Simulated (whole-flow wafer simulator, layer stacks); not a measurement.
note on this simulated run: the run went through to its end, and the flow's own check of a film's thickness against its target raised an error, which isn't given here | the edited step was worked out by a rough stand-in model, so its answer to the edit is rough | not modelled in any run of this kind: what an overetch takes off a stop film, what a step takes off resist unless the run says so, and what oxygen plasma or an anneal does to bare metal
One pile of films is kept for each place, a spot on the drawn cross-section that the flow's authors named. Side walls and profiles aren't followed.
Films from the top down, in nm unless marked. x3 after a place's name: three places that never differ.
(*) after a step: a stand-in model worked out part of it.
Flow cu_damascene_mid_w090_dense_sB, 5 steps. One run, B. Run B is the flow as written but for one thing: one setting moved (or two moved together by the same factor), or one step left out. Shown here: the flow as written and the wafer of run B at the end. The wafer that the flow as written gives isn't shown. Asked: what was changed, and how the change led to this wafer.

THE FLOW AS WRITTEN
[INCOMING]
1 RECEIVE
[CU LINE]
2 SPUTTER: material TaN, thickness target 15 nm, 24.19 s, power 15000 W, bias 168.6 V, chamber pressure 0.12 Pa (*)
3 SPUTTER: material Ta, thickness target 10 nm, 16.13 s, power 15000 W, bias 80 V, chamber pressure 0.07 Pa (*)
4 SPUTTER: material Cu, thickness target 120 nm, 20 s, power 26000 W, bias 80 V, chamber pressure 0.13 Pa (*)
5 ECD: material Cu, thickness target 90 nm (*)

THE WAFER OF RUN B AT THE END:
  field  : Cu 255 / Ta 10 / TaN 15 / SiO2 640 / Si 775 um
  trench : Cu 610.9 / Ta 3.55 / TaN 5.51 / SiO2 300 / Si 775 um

The cause: step 5, ECD: thickness target 135 nm was run, where the flow has thickness target 90 nm.

How the change led to this, step by step:
  5 ECD: material Cu, thickness target 90 nm (*)
      field: Cu +135 (as written it would be: Cu +90)
      trench: Cu +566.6 (as written it would be: Cu +521.6)
